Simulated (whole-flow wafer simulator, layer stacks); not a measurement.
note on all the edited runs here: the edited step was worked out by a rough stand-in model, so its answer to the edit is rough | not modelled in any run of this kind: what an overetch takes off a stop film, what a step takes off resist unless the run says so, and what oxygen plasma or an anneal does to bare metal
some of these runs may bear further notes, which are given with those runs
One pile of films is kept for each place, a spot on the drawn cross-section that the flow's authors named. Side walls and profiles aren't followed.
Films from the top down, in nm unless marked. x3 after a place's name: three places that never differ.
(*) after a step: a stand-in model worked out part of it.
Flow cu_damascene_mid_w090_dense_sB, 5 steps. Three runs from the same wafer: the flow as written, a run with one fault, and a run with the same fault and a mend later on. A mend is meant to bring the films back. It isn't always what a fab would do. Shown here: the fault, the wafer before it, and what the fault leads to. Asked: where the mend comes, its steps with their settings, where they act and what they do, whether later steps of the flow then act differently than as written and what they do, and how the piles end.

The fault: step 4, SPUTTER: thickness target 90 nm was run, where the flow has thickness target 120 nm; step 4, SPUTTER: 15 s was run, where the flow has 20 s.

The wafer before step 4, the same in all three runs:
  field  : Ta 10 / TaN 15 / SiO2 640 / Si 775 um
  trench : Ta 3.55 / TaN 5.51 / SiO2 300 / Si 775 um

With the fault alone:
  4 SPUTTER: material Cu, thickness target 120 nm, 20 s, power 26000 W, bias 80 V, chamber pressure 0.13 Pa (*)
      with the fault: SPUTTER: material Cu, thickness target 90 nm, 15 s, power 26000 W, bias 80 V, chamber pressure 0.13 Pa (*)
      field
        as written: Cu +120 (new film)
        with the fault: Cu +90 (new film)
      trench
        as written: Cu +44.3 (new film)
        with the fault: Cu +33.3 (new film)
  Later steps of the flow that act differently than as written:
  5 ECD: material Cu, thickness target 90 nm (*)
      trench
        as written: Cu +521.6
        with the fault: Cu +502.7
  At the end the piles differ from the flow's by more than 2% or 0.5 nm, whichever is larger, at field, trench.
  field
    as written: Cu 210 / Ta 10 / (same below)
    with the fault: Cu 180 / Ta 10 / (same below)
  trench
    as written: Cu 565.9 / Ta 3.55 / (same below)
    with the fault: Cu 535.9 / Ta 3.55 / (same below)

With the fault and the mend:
  The mend comes after step 4.
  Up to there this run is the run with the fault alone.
  4a SPUTTER: material Cu, thickness target 30 nm, 5 s, power 26000 W, bias 80 V, chamber pressure 0.13 Pa (*) (the flow's step 4 once more, with other settings)
      field
        Cu +30
      trench
        Cu +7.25
  No later step of the flow acts differently than as written, at any place that is followed, by more than 2% or 0.5 nm, whichever is larger.
  At the end the piles are the same as the flow's at every place that both follow.
